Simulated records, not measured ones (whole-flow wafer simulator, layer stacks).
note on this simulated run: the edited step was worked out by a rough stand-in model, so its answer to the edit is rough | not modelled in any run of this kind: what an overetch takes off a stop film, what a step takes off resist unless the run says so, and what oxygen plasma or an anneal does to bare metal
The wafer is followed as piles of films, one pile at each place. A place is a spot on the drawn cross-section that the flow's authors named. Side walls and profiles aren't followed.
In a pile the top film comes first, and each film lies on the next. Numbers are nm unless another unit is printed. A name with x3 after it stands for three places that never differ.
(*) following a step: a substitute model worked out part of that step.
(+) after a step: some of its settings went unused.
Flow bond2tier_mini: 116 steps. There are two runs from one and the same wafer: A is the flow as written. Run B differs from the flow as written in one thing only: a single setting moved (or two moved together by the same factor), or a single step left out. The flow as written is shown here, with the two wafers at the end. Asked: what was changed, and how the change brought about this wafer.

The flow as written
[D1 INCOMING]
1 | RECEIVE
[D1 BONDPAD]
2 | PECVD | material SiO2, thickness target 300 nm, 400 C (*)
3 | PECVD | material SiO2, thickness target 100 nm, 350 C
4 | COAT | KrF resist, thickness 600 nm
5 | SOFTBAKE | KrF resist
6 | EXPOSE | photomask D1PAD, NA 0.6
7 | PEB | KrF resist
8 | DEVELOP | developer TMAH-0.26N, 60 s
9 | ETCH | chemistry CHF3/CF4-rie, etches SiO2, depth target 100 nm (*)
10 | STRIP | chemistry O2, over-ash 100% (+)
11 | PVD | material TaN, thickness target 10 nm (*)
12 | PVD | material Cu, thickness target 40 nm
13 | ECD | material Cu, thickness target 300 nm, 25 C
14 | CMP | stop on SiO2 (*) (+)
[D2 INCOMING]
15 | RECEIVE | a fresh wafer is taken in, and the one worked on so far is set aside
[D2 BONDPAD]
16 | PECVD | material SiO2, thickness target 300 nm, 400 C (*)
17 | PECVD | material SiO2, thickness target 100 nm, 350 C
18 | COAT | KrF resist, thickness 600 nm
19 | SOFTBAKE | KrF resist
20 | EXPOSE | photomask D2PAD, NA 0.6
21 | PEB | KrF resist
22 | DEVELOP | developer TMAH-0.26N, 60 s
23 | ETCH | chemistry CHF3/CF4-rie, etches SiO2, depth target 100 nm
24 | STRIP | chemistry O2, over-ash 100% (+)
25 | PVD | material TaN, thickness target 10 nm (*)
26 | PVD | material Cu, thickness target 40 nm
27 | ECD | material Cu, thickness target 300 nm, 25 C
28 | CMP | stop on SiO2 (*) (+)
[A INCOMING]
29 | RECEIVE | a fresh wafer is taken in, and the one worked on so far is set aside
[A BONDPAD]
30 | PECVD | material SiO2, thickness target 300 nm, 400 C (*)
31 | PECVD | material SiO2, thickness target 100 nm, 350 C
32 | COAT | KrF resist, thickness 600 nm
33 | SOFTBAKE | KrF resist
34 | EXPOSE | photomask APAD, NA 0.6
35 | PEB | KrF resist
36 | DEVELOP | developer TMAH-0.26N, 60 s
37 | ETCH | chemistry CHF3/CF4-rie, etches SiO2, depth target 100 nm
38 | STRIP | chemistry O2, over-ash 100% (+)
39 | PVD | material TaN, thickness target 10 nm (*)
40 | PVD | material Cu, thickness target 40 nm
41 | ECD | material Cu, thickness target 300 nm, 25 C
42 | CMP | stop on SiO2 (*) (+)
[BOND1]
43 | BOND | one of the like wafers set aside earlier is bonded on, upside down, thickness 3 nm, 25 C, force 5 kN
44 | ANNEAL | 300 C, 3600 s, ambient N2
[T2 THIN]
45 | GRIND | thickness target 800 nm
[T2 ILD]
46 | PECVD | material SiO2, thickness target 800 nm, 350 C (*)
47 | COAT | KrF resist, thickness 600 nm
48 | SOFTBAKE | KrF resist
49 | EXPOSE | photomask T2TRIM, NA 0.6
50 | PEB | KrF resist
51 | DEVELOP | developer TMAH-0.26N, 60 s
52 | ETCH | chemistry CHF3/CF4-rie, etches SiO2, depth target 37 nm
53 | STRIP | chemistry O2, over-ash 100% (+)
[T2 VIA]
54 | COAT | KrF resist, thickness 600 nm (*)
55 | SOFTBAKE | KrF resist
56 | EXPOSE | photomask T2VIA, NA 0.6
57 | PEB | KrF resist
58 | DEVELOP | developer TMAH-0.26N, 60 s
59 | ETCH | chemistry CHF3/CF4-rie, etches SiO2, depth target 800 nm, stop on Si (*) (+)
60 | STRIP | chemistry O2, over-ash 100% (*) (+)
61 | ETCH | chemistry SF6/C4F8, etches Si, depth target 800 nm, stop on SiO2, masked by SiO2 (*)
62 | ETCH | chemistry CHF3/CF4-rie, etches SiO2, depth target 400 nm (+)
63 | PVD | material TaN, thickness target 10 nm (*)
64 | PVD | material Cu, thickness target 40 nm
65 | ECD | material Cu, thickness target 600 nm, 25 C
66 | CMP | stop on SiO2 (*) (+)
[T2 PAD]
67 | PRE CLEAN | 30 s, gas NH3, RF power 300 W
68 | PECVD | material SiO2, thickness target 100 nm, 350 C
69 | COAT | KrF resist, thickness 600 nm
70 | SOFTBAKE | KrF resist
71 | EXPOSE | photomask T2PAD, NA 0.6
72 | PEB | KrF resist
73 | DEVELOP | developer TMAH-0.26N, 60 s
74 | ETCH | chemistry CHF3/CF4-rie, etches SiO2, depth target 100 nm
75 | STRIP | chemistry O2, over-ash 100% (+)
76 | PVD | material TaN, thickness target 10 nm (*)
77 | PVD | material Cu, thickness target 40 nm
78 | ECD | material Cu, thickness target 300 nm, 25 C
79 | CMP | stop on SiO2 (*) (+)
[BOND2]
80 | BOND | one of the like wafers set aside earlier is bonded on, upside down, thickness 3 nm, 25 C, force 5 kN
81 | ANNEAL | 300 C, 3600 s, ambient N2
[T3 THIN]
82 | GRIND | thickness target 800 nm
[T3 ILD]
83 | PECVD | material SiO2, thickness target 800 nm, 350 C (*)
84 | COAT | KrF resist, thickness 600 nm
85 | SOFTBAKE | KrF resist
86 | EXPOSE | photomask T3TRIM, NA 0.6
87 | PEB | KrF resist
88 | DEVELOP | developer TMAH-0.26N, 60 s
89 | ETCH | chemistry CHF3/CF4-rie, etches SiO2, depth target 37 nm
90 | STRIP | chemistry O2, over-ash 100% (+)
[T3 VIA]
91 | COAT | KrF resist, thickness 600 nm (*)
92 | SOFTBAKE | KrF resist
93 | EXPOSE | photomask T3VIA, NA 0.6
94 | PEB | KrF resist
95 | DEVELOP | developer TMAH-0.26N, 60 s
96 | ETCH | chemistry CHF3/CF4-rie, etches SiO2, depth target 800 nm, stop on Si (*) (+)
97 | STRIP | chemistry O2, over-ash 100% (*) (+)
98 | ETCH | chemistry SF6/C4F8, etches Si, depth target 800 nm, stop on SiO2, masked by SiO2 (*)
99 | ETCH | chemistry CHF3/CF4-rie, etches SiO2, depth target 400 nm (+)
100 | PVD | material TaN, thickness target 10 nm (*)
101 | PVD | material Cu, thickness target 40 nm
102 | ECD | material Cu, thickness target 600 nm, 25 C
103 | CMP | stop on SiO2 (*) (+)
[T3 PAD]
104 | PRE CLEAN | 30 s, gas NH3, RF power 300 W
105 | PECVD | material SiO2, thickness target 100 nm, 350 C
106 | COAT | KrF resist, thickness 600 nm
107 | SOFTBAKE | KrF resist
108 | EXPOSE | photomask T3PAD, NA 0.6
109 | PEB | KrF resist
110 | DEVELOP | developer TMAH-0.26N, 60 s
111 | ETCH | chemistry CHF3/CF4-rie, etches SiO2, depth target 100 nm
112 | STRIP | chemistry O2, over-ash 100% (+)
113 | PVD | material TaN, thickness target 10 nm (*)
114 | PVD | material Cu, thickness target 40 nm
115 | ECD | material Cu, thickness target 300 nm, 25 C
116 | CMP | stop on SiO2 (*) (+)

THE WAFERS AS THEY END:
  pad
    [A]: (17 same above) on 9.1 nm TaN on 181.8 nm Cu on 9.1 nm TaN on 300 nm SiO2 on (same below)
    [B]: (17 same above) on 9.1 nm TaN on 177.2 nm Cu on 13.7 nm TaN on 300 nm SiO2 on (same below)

Cause: step 39, PVD: thickness target 15 nm was run, though the flow has thickness target 10 nm.

How this came from the change, step by step:
  39 | PVD | material TaN, thickness target 10 nm (*)
      field: A +10 TaN (new film) | B +15 TaN (new film)
      pad: A +9.1 TaN (new film) | B +13.7 TaN (new film)
      (as well as at 1 more place)
  42 | CMP | stop on SiO2 (*) (+)
      field: A -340 Cu (all of it), -10 TaN (all of it) | B -340 Cu (all of it), -15 TaN (all of it)
